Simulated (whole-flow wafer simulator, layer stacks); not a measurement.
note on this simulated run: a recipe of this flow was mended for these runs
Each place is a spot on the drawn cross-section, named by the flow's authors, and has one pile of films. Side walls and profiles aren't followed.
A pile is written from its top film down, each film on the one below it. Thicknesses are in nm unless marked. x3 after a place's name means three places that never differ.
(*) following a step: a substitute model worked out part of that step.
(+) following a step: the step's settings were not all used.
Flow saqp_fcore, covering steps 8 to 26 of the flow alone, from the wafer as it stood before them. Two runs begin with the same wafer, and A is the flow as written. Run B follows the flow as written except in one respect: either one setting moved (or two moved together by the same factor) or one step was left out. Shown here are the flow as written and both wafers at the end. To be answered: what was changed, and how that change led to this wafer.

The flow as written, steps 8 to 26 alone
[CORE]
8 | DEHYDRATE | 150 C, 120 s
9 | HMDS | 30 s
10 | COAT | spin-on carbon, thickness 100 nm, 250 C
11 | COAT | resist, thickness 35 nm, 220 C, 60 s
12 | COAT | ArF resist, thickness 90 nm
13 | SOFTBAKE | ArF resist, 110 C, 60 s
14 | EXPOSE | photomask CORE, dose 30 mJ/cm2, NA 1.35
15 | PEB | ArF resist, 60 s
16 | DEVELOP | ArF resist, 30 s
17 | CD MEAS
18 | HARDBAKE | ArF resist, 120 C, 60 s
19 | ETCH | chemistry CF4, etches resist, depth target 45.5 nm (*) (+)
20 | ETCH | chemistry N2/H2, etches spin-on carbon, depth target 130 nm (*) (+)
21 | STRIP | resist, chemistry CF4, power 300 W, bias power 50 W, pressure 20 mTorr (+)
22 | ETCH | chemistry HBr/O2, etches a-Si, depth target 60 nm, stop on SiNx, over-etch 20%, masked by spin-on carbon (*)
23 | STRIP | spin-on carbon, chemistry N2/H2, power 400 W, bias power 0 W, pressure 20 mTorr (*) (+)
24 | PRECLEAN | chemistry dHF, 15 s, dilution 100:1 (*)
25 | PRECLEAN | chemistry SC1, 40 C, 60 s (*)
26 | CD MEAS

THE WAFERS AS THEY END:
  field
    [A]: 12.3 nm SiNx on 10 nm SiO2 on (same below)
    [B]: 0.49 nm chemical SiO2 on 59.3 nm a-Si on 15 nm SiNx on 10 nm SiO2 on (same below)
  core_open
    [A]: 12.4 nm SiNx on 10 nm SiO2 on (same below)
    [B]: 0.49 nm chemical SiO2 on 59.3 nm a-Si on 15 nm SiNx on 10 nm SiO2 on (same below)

Cause: step 20, ETCH: depth target 75 nm was run, while the flow as written has depth target 130 nm.

The path from the change to this, step by step:
  20 | ETCH | chemistry N2/H2, etches spin-on carbon, depth target 130 nm (*) (+)
      field, core_open: A spin-on carbon loses 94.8 (all of it), a-Si loses 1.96 | B spin-on carbon loses 75
      core_line: A ArF resist loses 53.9 (all of it), resist loses 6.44 | B ArF resist loses 53.9 (all of it), resist loses 2.77
  21 | STRIP | resist, chemistry CF4, power 300 W, bias power 50 W, pressure 20 mTorr (+)
      field: A a-Si loses 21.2 | B nothing
      core_open: A a-Si loses 18.7 | B nothing
      (and at 1 other place as well)
  22 | ETCH | chemistry HBr/O2, etches a-Si, depth target 60 nm, stop on SiNx, over-etch 20%, masked by spin-on carbon (*)
      field: A a-Si loses 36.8 (all of it), SiNx loses 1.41 | B spin-on carbon loses 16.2
      core_open: A a-Si loses 39.4 (all of it), SiNx loses 1.3 | B spin-on carbon loses 16.2
      (and at 1 other place as well)
  23 | STRIP | spin-on carbon, chemistry N2/H2, power 400 W, bias power 0 W, pressure 20 mTorr (*) (+)
      field, core_open: A nothing | B spin-on carbon loses 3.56 (all of it)
      core_line: A spin-on carbon loses 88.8 (all of it) | B spin-on carbon loses 83.8 (all of it)
  24 | PRECLEAN | chemistry dHF, 15 s, dilution 100:1 (*)
      field, core_open: A SiNx loses 1.31 | B nothing
  25 | PRECLEAN | chemistry SC1, 40 C, 60 s (*)
      field, core_open: A nothing | B chemical SiO2 gains 0.49 (new film), a-Si loses 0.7
